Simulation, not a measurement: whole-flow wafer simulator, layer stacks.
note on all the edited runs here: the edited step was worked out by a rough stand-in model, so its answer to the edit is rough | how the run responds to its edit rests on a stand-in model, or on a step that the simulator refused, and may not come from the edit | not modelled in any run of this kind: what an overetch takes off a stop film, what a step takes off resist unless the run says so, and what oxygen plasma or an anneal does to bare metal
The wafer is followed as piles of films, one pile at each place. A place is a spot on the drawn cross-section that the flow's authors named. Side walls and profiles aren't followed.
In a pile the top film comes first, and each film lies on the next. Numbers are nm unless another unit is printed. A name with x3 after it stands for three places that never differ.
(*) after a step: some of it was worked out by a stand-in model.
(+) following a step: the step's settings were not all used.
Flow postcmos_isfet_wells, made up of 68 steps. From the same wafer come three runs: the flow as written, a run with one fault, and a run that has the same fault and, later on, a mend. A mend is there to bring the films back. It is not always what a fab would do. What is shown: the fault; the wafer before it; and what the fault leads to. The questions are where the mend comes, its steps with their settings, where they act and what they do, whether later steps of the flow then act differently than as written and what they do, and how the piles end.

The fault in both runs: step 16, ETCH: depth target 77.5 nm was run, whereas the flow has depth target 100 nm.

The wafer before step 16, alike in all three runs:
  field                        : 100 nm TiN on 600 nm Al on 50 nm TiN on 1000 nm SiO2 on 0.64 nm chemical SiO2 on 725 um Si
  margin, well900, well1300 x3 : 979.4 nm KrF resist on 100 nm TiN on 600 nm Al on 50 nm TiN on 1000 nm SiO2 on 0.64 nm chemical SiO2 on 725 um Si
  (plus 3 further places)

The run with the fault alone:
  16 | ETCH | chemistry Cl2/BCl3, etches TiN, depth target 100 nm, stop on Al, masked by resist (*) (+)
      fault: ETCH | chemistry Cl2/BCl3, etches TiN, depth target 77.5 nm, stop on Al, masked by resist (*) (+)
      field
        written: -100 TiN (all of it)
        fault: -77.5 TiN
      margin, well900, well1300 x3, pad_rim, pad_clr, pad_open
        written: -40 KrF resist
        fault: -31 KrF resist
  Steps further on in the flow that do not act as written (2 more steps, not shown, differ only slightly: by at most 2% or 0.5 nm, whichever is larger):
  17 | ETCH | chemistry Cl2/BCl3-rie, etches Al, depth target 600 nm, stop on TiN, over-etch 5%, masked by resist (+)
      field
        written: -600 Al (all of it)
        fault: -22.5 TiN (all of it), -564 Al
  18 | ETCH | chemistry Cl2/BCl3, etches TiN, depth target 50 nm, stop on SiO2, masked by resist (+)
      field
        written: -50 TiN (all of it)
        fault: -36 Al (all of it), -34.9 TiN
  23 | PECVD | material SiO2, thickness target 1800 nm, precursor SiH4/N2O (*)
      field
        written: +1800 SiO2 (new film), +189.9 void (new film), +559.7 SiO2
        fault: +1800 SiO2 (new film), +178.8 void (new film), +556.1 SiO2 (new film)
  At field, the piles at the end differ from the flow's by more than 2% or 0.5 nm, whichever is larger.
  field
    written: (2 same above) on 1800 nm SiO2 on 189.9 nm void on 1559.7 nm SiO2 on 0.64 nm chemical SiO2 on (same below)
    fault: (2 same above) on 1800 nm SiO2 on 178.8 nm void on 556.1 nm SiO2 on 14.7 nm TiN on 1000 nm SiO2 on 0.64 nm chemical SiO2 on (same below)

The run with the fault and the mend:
  The mend stands after step 16.
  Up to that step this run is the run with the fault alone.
  16a | ETCH | chemistry Cl2/BCl3, etches TiN, depth target 22.5 nm, stop on Al, masked by resist (the flow's step 16, run once more with other settings)
      margin, well900, well1300 x3, pad_rim, pad_clr, pad_open
        -9 KrF resist
      field
        -22.5 TiN (all of it)
  Later steps of the flow that are run all act as written at every place that is followed.
  The piles end the same as the flow's at every place that both follow.
